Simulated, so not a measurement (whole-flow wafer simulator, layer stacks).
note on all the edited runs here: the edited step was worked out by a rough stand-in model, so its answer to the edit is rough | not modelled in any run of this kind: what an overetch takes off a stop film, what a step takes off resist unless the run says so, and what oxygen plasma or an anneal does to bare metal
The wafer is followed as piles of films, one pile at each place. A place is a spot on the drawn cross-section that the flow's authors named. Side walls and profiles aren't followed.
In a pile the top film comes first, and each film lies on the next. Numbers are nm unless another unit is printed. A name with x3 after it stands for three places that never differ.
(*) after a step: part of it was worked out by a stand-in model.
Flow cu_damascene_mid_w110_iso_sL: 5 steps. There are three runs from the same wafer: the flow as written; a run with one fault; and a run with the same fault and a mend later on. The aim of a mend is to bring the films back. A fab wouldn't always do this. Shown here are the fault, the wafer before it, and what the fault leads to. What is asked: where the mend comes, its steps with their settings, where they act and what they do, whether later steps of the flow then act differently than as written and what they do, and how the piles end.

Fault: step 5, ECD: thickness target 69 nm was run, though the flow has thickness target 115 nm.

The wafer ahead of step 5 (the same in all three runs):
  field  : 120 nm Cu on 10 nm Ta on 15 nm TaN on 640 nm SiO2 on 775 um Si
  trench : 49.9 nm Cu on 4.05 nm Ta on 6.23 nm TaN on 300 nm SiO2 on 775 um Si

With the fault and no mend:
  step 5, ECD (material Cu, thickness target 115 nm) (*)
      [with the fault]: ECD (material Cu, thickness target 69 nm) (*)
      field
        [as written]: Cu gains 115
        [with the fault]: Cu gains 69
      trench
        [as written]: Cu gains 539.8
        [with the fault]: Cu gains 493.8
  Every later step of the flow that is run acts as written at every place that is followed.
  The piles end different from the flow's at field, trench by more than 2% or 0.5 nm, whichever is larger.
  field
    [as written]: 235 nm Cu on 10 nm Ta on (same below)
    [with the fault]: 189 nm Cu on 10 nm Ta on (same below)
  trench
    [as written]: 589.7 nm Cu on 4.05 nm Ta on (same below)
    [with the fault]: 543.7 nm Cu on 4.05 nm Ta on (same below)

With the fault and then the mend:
  After step 5 comes the mend.
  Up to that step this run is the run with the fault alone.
  step 5a, ECD (material Cu, thickness target 46 nm) (the flow's step 5 again, with other settings)
      field, trench
        Cu gains 46
  Every later step of the flow that is run acts as written at every place that is followed.
  The piles end the same as the flow's at every place that both follow.
